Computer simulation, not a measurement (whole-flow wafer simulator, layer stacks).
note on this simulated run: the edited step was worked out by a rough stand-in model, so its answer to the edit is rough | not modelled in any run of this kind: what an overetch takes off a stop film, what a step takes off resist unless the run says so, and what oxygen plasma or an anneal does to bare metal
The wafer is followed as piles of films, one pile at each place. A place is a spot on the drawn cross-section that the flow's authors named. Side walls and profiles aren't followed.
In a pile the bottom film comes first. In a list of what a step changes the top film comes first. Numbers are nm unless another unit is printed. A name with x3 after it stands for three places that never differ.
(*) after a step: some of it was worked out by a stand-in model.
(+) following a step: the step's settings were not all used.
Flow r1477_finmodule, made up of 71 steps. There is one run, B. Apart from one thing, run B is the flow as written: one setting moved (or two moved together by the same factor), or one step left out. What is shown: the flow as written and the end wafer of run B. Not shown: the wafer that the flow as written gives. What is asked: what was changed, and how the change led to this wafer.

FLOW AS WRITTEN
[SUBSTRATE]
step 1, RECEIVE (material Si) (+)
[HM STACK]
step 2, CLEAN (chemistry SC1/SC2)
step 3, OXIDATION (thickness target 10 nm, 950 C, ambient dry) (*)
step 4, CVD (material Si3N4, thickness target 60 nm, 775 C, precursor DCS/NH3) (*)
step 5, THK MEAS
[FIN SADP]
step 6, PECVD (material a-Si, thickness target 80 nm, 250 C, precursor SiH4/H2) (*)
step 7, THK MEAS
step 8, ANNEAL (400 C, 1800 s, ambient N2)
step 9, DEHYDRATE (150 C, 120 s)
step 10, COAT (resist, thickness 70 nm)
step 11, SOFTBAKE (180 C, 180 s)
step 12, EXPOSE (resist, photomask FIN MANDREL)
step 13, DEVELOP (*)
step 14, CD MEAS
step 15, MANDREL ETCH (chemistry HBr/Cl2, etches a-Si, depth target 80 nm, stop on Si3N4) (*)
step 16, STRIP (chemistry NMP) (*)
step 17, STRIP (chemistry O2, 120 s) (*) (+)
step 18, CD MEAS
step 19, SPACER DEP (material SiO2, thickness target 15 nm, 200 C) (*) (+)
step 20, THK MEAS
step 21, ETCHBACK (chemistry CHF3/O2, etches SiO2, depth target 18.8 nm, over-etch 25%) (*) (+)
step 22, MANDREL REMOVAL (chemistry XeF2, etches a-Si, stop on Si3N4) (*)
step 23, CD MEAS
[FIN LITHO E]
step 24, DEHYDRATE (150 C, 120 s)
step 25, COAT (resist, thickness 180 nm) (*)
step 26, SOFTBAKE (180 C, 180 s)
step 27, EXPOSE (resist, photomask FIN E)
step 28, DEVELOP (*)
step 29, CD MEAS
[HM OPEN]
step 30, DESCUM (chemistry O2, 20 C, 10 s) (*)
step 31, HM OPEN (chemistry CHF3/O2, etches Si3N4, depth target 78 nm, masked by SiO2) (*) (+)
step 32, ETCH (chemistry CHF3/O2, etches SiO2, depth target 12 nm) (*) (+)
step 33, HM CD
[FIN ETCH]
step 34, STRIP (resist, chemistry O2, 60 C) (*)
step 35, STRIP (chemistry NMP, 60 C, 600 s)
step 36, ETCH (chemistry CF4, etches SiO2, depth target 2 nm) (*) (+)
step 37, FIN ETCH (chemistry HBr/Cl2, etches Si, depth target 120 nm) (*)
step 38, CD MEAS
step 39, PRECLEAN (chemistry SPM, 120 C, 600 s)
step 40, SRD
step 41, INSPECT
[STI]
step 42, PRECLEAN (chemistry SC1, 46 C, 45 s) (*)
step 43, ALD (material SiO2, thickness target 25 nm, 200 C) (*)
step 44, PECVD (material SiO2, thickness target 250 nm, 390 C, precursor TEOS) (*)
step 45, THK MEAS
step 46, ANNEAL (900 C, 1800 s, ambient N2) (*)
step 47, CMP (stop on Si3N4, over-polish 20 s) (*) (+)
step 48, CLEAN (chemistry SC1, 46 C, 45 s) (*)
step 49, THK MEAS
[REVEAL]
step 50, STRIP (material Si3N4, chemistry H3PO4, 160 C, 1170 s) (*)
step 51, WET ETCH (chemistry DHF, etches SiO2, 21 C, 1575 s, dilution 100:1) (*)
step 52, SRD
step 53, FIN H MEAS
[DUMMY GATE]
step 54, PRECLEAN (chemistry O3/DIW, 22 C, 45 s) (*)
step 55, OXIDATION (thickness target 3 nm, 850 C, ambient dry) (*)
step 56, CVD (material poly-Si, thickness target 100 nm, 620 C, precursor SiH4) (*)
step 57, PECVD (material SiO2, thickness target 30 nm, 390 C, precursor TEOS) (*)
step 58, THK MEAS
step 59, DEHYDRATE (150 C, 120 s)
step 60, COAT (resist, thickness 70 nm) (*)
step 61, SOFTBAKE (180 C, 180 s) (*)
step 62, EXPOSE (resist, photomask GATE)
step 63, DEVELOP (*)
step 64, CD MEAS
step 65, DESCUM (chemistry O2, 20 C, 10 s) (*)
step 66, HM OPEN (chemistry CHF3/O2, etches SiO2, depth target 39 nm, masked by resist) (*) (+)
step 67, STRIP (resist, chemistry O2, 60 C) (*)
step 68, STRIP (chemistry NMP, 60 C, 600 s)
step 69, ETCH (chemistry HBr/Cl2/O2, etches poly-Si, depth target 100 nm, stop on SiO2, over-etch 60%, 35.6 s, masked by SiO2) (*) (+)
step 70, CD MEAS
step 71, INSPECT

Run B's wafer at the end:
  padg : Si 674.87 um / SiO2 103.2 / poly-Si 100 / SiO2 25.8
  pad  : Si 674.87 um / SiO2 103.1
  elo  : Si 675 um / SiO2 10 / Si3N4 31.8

What caused this: step 69, ETCH: depth target 80 nm was run, though the flow has depth target 100 nm; step 69, ETCH: 28.5 s was run, where the flow has 35.6 s.

Step by step, how the change led to this:
  step 69, ETCH (chemistry HBr/Cl2/O2, etches poly-Si, depth target 100 nm, stop on SiO2, over-etch 60%, 35.6 s, masked by SiO2) (*) (+)
      padg, elg, esg and 15 more: SiO2 loses 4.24 (in the flow as written it would be: SiO2 loses 5.3)
